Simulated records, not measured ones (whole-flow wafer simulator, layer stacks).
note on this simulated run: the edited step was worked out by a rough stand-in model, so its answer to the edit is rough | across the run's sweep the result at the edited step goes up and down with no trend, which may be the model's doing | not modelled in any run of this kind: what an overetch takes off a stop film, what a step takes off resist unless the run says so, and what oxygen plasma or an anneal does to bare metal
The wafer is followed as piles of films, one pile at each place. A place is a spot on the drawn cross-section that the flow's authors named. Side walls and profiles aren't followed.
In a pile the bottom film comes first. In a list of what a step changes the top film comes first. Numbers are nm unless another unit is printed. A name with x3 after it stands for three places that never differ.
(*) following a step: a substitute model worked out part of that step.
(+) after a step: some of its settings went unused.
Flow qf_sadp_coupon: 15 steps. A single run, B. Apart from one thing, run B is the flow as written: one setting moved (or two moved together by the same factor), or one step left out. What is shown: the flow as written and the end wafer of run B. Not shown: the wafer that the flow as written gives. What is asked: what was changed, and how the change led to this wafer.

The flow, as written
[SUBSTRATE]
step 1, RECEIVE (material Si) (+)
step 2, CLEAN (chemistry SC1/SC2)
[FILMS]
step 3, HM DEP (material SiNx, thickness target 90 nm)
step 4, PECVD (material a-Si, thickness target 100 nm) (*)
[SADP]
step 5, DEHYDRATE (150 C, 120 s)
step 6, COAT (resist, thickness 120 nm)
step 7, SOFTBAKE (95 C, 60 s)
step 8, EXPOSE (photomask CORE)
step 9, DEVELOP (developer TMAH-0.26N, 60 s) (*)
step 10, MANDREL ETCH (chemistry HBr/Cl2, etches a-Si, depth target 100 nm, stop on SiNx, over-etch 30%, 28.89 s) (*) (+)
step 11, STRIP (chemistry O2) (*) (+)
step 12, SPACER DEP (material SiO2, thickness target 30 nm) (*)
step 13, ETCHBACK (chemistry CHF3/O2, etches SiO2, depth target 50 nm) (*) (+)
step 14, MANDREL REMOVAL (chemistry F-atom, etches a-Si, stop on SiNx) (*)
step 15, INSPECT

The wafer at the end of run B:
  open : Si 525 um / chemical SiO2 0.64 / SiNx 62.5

Cause: step 12, SPACER DEP: thickness target 25.6 nm was run, while the flow as written has thickness target 30 nm.

Step by step, how the change led to this:
  step 12, SPACER DEP (material SiO2, thickness target 30 nm) (*)
      m, open: SiO2 gains 25.6 (new film) (it would be, as written: SiO2 gains 30 (new film))
  step 13, ETCHBACK (chemistry CHF3/O2, etches SiO2, depth target 50 nm) (*) (+)
      m: SiO2 loses 25.6 (all of it), chemical SiO2 loses 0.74 (all of it), a-Si loses 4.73 (it would be, as written: SiO2 loses 30 (all of it), chemical SiO2 loses 0.74 (all of it), a-Si loses 3.85)
      open: SiO2 loses 25.6 (all of it), SiNx loses 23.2 (it would be, as written: SiO2 loses 30 (all of it), SiNx loses 19)
